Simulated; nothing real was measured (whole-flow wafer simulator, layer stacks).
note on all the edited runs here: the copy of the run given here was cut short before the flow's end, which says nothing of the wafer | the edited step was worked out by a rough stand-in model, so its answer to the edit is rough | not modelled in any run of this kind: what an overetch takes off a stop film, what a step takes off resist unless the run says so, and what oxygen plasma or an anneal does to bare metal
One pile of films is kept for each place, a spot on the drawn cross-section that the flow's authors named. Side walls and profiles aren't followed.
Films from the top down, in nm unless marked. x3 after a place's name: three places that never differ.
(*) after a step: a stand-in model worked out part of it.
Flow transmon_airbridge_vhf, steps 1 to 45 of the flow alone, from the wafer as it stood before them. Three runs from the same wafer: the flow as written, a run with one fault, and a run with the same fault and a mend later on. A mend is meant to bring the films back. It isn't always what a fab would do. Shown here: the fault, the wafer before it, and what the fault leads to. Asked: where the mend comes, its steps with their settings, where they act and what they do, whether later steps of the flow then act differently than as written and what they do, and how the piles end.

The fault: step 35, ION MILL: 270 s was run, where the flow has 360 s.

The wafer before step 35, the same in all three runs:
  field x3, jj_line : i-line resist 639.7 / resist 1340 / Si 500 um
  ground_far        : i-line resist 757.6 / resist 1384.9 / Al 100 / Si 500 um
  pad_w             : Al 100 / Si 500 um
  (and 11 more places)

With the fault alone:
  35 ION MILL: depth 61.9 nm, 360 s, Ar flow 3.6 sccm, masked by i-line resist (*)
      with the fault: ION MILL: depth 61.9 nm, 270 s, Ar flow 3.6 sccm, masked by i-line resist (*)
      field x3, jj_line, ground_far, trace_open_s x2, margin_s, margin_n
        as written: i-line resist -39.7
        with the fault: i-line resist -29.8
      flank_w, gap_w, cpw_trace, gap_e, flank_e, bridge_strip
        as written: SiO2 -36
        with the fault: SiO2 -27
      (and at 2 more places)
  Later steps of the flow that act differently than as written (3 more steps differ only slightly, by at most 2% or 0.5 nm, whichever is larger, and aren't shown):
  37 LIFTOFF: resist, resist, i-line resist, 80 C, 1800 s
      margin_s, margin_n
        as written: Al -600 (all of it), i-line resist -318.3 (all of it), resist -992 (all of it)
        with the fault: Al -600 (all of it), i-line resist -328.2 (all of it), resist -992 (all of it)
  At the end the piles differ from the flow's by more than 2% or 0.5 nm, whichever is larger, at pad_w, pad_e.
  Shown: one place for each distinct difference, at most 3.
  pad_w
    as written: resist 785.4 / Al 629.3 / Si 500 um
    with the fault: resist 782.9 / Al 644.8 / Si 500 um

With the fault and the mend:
  The mend comes after step 35.
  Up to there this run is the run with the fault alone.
  35a ION MILL: depth 61.9 nm, 90 s, Ar flow 3.6 sccm, masked by i-line resist (*) (the flow's step 35 once more, with other settings)
      field x3, jj_line, ground_far, trace_open_s x2, margin_s, margin_n
        i-line resist -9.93
      flank_w, gap_w, cpw_trace, gap_e, flank_e, bridge_strip
        SiO2 -8.99
      pad_w, pad_e
        Al -15.5
  No later step of the flow acts differently than as written at any place that is followed.
  At the end the piles are the same as the flow's at every place that both follow.
